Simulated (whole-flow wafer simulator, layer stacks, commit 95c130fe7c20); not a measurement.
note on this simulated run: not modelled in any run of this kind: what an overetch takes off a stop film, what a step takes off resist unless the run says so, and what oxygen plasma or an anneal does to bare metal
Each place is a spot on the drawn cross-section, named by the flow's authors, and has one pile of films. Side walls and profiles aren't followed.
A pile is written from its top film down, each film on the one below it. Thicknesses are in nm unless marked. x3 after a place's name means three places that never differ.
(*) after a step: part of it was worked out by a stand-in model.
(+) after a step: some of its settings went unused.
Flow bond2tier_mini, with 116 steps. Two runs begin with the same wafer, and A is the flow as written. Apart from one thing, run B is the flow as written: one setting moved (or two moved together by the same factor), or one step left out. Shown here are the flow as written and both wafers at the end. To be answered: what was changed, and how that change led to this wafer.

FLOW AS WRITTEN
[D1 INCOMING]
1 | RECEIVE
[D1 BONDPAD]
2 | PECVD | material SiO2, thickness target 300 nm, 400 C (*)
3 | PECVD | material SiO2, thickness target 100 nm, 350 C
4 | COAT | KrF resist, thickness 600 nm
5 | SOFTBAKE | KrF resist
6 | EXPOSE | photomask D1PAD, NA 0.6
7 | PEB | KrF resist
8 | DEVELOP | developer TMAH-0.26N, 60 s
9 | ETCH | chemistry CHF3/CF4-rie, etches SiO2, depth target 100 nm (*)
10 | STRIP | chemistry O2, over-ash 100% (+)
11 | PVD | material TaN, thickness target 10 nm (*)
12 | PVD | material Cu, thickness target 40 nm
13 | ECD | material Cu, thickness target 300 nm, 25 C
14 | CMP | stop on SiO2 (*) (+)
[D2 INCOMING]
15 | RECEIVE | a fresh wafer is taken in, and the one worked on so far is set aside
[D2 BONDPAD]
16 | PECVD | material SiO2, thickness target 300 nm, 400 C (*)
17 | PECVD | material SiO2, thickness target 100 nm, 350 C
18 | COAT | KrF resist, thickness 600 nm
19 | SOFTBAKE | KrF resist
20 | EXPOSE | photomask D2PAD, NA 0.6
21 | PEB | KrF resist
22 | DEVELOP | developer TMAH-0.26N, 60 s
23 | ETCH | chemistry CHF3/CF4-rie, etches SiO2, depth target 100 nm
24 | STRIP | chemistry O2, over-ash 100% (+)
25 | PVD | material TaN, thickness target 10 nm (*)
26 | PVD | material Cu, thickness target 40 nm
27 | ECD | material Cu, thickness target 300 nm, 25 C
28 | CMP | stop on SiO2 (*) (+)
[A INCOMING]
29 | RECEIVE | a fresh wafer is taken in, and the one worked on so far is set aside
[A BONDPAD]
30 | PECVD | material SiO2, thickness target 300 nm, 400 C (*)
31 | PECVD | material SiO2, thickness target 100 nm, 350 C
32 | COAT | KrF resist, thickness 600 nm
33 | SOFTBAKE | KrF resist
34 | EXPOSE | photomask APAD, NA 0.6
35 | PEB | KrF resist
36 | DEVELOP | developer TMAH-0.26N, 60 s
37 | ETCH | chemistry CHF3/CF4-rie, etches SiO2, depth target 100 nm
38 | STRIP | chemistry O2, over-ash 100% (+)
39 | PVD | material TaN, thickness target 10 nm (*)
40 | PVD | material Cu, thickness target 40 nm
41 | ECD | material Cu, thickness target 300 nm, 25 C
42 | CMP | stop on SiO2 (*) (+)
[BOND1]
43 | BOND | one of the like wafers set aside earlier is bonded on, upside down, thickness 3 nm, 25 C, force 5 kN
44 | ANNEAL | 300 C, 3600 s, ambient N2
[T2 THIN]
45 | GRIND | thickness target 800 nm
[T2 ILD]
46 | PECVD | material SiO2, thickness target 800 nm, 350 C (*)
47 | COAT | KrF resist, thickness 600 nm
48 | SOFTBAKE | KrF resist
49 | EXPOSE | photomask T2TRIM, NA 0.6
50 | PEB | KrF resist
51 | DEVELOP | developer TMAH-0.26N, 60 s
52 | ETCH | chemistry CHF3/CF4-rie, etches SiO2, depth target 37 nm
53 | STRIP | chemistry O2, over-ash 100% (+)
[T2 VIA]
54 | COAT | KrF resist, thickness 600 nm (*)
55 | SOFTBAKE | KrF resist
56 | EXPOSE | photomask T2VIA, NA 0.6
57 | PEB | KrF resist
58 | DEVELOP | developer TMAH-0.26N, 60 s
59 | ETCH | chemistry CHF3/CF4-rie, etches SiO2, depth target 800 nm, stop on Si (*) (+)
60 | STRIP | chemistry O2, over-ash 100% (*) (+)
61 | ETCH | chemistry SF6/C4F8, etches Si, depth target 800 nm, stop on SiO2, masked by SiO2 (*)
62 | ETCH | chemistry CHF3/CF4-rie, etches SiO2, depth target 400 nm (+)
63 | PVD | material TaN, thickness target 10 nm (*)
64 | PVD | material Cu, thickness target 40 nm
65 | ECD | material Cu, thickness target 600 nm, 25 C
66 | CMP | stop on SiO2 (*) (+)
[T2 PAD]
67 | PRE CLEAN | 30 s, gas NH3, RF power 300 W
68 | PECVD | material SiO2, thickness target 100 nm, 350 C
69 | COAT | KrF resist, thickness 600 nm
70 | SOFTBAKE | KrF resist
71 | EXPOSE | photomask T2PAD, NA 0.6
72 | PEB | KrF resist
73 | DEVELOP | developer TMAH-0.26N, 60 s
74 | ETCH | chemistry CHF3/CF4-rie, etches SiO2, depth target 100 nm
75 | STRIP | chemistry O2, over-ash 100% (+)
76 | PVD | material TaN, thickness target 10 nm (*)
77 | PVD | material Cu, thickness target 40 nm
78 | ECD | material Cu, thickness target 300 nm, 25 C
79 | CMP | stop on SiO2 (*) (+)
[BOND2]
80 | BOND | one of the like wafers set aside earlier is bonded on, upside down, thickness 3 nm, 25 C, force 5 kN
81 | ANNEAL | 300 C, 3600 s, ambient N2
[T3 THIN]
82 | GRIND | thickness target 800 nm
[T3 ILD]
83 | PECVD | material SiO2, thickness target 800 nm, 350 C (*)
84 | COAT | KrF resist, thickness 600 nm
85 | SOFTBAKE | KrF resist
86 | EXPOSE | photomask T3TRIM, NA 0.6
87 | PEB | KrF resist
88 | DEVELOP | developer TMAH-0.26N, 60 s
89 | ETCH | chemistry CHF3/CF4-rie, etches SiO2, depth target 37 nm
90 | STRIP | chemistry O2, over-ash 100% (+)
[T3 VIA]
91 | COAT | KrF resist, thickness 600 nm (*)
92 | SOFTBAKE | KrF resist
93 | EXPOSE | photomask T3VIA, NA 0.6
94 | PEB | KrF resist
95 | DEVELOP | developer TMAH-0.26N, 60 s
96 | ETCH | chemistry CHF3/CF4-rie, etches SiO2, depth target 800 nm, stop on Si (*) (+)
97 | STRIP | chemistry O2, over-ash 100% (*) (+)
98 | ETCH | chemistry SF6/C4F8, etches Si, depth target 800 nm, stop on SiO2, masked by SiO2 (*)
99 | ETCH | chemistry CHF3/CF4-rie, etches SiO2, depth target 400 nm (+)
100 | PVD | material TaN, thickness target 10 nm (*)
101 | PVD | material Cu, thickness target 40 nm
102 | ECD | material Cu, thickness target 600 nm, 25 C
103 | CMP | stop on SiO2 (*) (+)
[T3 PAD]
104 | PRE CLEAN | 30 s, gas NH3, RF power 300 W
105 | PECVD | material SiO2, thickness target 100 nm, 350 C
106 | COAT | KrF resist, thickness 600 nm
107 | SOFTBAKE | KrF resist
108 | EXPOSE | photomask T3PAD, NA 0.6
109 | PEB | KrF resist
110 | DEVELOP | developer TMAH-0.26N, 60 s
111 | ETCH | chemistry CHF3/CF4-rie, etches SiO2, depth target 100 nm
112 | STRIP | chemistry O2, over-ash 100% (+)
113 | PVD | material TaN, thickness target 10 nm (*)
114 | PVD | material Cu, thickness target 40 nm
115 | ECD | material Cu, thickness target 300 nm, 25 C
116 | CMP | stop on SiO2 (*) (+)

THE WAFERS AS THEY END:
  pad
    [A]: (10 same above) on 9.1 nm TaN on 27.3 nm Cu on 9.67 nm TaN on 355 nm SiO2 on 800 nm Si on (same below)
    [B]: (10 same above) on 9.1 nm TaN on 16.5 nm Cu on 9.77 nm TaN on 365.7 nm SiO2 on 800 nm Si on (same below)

Cause: step 52, ETCH: depth target 26.3 nm was run, whereas the flow has depth target 37 nm.

How this came from the change, step by step:
  52 | ETCH | chemistry CHF3/CF4-rie, etches SiO2, depth target 37 nm
      pad, via: A SiO2 loses 37 | B SiO2 loses 26.3
      field: A KrF resist loses 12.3 | B KrF resist loses 8.77
